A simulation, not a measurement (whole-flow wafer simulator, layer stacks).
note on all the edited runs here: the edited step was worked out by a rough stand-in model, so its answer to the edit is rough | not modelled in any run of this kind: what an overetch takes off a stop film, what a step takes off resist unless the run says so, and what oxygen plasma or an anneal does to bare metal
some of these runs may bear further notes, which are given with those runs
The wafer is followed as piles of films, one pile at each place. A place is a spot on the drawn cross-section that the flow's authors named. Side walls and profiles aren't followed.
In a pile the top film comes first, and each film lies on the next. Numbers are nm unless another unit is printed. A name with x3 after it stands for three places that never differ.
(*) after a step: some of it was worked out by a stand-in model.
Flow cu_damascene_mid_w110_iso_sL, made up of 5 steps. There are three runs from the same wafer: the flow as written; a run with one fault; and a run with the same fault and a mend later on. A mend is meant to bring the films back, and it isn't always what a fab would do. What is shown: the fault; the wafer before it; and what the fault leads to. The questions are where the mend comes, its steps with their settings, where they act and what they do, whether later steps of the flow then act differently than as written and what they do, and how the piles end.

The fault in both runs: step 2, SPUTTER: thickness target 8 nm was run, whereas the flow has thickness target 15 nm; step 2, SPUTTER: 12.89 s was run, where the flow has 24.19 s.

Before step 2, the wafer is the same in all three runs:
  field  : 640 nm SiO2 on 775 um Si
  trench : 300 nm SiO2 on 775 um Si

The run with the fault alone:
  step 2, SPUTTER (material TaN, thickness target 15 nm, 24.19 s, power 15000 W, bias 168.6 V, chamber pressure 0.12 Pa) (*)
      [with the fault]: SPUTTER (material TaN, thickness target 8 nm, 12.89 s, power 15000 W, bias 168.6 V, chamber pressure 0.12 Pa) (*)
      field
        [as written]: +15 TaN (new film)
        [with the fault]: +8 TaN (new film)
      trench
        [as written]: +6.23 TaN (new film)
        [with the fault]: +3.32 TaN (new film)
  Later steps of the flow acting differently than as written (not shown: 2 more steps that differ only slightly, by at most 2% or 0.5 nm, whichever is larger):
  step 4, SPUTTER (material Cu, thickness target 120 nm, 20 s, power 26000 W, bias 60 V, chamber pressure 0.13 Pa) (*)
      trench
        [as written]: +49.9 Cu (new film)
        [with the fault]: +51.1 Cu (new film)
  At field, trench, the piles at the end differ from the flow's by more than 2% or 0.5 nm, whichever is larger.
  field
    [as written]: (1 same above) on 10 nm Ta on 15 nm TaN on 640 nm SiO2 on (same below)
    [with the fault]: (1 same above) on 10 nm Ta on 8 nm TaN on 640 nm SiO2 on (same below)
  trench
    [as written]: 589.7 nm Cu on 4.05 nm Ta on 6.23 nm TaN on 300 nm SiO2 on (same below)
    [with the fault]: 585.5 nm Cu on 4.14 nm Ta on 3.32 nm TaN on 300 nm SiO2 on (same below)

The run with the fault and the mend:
  After step 2 comes the mend.
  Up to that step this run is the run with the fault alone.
  step 2a, SPUTTER (material TaN, thickness target 7 nm, 11.3 s, power 15000 W, bias 168.6 V, chamber pressure 0.12 Pa) (*) (the flow's step 2 again, with other settings)
      field
        +7 TaN
      trench
        +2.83 TaN
  Later steps of the flow that are run all act as written at every place that is followed, up to a difference of at most 2% or 0.5 nm, whichever is larger.
  The piles end only slightly different from the flow's at the places that both follow, by no more than 2% or 0.5 nm, whichever is larger.
